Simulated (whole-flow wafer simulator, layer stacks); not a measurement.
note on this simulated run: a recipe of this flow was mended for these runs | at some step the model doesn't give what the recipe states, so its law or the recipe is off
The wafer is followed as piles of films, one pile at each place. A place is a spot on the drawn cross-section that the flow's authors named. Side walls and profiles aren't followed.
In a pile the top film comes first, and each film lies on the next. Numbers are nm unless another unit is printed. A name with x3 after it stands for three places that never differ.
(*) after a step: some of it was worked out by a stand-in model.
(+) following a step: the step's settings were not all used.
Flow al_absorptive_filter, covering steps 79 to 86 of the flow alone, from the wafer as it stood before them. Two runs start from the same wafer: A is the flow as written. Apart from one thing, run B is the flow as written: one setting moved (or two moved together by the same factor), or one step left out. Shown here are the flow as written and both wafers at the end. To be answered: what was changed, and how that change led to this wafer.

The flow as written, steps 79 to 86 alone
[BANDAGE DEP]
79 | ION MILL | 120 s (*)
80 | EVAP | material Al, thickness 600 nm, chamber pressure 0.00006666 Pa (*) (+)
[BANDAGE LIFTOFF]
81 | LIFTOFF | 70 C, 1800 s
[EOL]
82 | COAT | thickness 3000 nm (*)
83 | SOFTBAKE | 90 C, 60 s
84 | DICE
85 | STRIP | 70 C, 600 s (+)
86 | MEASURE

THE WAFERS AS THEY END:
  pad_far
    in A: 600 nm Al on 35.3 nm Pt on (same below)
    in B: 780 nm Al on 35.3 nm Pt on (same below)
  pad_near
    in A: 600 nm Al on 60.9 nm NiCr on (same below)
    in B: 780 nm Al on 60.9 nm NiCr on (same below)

The reason: step 80, EVAP: thickness 780 nm was run, while the flow as written has thickness 600 nm.
The wafer lets one read it off: pad_far has Al 780, and step 80 as written asks for 600 nm.

How this came from the change, step by step:
  80 | EVAP | material Al, thickness 600 nm, chamber pressure 0.00006666 Pa (*) (+)
      gnd, pad_far, pad_near and 11 more: A +600 Al (new film) | B +780 Al (new film)
  81 | LIFTOFF | 70 C, 1800 s
      xa_field, xl_land, idc_field: A -600 Al (all of it), -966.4 i-line-resist (all of it), -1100 lift-off-underlayer (all of it), -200 acrylic-e-beam-resist (all of it) | B -780 Al (all of it), -966.4 i-line-resist (all of it), -1100 lift-off-underlayer (all of it), -200 acrylic-e-beam-resist (all of it)
      gnd: A -600 Al (all of it), -968.3 i-line-resist (all of it), -1103.3 lift-off-underlayer (all of it), -200.9 acrylic-e-beam-resist (all of it) | B -780 Al (all of it), -968.3 i-line-resist (all of it), -1103.3 lift-off-underlayer (all of it), -200.9 acrylic-e-beam-resist (all of it)
      (also at 8 further places)
  82 | COAT | thickness 3000 nm (*)
      pad_far: A +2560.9 i-line-resist (new film) | B +2431.6 i-line-resist (new film)
      pad_near: A +2480.3 i-line-resist (new film) | B +2349.5 i-line-resist (new film)
  83 | SOFTBAKE | 90 C, 60 s
      gnd: A +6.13 i-line-resist | B +8.12 i-line-resist
      pad_far: A -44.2 i-line-resist | B -58.6 i-line-resist
      (also at 2 further places)
  85 | STRIP | 70 C, 600 s (+)
      pad_far: A -2516.7 i-line-resist (all of it) | B -2373 i-line-resist (all of it)
      pad_near: A -2439.3 i-line-resist (all of it) | B -2294.9 i-line-resist (all of it)
